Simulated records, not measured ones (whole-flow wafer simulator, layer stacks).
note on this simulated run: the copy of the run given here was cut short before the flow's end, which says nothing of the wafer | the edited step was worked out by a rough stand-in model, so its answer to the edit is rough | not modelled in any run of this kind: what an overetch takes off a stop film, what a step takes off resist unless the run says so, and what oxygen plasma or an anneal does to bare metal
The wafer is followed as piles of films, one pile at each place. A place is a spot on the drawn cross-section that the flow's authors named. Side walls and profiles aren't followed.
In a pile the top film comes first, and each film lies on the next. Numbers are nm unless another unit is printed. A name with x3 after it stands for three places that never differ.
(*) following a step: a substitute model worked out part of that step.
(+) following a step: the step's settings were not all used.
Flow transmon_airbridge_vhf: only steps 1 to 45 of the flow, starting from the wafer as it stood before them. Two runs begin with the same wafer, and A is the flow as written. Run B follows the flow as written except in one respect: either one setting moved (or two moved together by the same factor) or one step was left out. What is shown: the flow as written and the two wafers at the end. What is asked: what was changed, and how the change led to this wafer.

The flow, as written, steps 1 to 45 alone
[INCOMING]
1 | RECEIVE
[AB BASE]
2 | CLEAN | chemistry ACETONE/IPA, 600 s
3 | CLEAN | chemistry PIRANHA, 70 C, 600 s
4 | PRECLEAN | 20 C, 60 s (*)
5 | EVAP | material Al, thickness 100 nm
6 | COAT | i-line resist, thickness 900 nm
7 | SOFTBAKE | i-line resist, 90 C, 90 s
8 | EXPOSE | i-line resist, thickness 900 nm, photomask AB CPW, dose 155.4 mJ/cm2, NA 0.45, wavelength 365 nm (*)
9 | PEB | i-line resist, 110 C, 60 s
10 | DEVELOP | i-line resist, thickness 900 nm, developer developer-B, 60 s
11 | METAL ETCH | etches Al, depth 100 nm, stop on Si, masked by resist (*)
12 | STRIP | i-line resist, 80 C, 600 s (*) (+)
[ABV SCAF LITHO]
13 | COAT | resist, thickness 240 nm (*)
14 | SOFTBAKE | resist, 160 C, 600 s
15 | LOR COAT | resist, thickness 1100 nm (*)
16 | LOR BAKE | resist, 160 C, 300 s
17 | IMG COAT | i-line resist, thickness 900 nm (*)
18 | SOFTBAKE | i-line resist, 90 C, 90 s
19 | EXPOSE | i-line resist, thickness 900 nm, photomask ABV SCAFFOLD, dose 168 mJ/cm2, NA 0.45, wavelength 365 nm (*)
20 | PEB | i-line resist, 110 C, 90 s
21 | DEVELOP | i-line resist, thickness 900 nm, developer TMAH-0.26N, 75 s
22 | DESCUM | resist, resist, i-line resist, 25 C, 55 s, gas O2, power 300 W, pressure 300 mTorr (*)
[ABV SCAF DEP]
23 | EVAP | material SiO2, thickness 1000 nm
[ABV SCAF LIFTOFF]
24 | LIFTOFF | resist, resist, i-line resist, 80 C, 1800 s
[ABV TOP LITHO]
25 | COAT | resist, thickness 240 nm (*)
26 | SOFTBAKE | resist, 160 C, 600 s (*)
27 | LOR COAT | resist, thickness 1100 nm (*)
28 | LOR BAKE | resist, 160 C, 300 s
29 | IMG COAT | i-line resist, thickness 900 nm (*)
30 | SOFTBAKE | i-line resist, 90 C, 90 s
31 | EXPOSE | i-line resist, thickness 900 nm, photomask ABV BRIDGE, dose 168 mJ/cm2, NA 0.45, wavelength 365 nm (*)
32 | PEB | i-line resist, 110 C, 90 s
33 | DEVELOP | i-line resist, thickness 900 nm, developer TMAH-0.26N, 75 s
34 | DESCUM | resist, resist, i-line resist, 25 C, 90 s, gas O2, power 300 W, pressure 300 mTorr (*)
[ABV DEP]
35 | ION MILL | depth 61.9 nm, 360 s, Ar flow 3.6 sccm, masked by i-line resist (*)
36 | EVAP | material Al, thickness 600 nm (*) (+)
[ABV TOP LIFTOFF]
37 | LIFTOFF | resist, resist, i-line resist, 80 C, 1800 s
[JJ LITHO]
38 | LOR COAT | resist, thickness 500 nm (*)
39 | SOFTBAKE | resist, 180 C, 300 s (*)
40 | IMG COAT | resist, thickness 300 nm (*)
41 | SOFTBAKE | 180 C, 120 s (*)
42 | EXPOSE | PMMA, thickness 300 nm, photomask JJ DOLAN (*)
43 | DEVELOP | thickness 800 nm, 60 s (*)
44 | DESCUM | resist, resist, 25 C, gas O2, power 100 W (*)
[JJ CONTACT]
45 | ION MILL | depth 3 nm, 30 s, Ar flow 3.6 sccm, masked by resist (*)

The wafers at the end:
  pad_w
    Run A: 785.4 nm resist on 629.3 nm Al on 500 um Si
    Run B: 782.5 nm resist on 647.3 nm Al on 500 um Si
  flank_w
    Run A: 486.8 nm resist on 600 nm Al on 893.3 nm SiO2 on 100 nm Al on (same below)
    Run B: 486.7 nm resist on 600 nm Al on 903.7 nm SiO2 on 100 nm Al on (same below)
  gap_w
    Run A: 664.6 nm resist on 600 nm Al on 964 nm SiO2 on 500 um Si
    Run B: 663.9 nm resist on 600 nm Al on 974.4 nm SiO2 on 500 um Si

The reason: step 35, ION MILL: depth 43.9 nm was run, whereas the flow has depth 61.9 nm; step 35, ION MILL: 256 s was run, where the flow has 360 s.

How this came from the change, step by step:
  35 | ION MILL | depth 61.9 nm, 360 s, Ar flow 3.6 sccm, masked by i-line resist (*)
      field x3, jj_line, ground_far, trace_open_s x2, margin_s, margin_n: A i-line resist loses 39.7 | B i-line resist loses 28.3
      flank_w, gap_w, cpw_trace, gap_e, flank_e, bridge_strip: A SiO2 loses 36 | B SiO2 loses 25.6
      (as well as at 2 more places)
  37 | LIFTOFF | resist, resist, i-line resist, 80 C, 1800 s
      margin_s: A Al loses 600 (all of it), i-line resist loses 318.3 (all of it), resist loses 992 (all of it) | B Al loses 600 (all of it), i-line resist loses 329.7 (all of it), resist loses 992 (all of it)
      margin_n: A Al loses 600 (all of it), i-line resist loses 318.3 (all of it), resist loses 992 (all of it) | B Al loses 600 (all of it), i-line resist loses 329.8 (all of it), resist loses 992 (all of it)
